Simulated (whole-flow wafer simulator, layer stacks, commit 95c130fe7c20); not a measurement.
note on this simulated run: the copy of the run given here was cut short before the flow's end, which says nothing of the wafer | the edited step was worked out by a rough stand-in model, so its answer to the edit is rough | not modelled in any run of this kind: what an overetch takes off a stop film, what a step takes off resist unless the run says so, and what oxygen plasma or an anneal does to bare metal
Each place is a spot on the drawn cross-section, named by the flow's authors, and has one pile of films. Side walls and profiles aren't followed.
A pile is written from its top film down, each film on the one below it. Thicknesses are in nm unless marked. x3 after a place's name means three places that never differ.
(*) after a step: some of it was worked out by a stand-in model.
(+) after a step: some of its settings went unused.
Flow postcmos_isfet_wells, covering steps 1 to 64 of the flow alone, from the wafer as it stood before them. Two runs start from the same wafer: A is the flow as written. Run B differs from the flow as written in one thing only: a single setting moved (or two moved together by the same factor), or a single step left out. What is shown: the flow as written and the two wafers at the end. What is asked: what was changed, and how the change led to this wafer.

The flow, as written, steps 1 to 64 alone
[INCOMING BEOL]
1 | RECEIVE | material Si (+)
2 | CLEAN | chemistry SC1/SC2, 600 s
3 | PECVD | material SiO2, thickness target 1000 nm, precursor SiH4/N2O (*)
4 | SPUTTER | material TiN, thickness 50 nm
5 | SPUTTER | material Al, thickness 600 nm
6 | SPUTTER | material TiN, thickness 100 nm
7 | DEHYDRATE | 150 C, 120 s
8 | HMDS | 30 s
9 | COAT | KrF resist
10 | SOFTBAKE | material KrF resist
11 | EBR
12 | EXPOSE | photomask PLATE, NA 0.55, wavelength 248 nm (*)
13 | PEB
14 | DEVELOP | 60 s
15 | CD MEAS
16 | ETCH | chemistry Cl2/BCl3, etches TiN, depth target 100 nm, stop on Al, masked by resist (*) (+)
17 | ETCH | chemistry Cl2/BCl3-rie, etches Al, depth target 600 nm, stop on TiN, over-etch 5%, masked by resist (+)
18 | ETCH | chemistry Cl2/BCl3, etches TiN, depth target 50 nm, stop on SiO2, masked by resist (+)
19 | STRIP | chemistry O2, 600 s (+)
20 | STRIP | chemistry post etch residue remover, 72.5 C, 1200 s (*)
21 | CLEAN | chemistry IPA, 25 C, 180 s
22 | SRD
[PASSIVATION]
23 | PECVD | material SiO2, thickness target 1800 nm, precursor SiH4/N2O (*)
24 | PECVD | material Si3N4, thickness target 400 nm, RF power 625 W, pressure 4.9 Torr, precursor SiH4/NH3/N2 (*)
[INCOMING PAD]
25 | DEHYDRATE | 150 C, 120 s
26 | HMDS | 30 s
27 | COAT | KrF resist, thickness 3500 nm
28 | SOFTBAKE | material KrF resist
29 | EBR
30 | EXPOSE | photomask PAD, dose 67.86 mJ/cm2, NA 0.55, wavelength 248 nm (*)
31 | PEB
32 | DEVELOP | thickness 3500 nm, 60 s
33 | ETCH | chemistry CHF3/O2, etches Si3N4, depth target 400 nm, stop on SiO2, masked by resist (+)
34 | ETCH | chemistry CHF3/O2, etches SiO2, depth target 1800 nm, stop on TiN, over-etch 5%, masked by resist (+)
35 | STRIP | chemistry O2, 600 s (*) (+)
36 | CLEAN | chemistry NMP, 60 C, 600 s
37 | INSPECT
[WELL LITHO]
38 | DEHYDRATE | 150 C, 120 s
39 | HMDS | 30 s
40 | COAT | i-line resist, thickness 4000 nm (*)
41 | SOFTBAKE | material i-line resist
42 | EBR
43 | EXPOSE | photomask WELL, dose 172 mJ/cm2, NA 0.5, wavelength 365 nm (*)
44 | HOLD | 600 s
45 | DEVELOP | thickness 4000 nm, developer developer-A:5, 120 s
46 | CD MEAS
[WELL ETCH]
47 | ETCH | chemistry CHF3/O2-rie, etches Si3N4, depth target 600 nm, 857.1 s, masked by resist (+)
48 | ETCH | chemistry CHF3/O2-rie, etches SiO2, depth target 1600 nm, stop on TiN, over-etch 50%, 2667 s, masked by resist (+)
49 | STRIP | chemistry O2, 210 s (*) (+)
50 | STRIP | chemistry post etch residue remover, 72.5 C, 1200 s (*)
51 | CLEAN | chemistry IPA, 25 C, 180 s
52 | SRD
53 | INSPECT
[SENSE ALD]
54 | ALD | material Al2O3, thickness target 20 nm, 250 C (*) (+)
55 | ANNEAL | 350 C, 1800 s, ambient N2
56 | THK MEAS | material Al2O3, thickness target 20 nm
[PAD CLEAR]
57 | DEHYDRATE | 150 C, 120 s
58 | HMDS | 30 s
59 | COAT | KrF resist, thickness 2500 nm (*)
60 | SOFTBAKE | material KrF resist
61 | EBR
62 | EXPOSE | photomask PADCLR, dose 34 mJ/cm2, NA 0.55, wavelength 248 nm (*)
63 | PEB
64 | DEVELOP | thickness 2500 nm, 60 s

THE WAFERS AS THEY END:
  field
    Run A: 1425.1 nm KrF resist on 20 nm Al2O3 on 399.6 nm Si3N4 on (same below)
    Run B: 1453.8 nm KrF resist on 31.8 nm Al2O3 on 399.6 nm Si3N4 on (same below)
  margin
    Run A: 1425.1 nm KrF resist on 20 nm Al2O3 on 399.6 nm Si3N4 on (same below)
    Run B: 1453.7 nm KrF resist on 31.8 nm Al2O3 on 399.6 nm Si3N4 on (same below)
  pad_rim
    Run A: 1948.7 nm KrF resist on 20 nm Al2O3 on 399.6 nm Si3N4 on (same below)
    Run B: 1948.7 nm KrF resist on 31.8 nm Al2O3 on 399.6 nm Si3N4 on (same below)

Cause: step 54, ALD: thickness target 31.8 nm was run, though the flow has thickness target 20 nm.
The wafer lets one read it off: field has Al2O3 31.8, and step 54 as written asks for 20 nm.

The path from the change to this, step by step:
  54 | ALD | material Al2O3, thickness target 20 nm, 250 C (*) (+)
      field, margin, well900, well1300 x3, pad_rim, pad_clr, pad_open: A Al2O3 gains 20 (new film) | B Al2O3 gains 31.8 (new film)
